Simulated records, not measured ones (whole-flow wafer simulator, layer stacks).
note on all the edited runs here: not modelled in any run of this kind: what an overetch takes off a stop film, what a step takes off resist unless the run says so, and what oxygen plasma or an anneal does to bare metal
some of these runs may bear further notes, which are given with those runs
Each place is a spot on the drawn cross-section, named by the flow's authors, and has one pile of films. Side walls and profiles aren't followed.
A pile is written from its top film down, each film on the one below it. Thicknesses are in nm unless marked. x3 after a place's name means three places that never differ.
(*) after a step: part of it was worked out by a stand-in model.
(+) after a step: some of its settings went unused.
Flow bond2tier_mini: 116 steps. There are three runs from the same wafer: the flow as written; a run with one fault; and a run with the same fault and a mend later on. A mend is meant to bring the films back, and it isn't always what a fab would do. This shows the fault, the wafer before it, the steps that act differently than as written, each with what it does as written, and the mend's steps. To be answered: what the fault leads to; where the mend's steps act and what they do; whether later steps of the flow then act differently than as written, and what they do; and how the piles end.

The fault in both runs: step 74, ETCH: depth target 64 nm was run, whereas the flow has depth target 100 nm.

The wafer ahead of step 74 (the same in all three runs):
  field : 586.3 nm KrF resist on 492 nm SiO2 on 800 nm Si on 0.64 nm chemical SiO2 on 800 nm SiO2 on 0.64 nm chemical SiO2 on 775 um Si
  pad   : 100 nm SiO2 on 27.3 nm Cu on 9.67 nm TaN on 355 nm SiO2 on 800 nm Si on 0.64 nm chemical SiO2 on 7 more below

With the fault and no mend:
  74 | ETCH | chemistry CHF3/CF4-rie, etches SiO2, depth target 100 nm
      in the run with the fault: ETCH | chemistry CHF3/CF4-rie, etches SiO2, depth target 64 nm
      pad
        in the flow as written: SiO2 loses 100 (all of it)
        in the run with the fault: SiO2 loses 64
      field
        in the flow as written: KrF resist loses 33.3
        in the run with the fault: KrF resist loses 21.3
  Later steps of the flow acting differently than as written (1 more step, not shown, differs only slightly: by at most 2% or 0.5 nm, whichever is larger):
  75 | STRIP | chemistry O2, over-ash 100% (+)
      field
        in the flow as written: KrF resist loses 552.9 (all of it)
        in the run with the fault: KrF resist loses 564.9 (all of it)
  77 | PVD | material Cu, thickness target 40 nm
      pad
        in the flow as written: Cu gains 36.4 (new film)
        in the run with the fault: Cu gains 37.7 (new film)
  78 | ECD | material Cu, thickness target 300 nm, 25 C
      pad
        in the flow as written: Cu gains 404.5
        in the run with the fault: Cu gains 366.9
  By the end, the piles at pad depart from the flow's by more than 2% or 0.5 nm, whichever is larger.
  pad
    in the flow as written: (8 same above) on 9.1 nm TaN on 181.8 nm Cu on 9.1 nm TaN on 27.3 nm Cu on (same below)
    in the run with the fault: (8 same above) on 9.1 nm TaN on 145.5 nm Cu on 9.42 nm TaN on 36 nm SiO2 on 27.3 nm Cu on (same below)

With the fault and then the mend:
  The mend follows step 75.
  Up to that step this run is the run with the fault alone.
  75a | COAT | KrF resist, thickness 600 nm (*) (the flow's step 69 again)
      field
        KrF resist gains 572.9 (new film)
      pad
        KrF resist gains 628.3 (new film)
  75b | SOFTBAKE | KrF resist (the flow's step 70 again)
      does not change any film at any place that is followed
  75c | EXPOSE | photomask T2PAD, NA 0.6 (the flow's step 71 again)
      does not change any film at any place that is followed
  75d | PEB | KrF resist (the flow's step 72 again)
      does not change any film at any place that is followed
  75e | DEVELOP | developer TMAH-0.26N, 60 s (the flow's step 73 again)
      field
        KrF resist loses 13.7
      pad
        KrF resist loses 628.3 (all of it)
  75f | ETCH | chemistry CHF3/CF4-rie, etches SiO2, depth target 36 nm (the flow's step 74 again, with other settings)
      field
        KrF resist loses 12
      pad
        SiO2 loses 36 (all of it)
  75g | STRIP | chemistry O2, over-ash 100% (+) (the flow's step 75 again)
      field
        KrF resist loses 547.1 (all of it)
  Later steps of the flow that are run all act as written at every place that is followed.
  At every place that both follow, the piles at the end match the flow's.
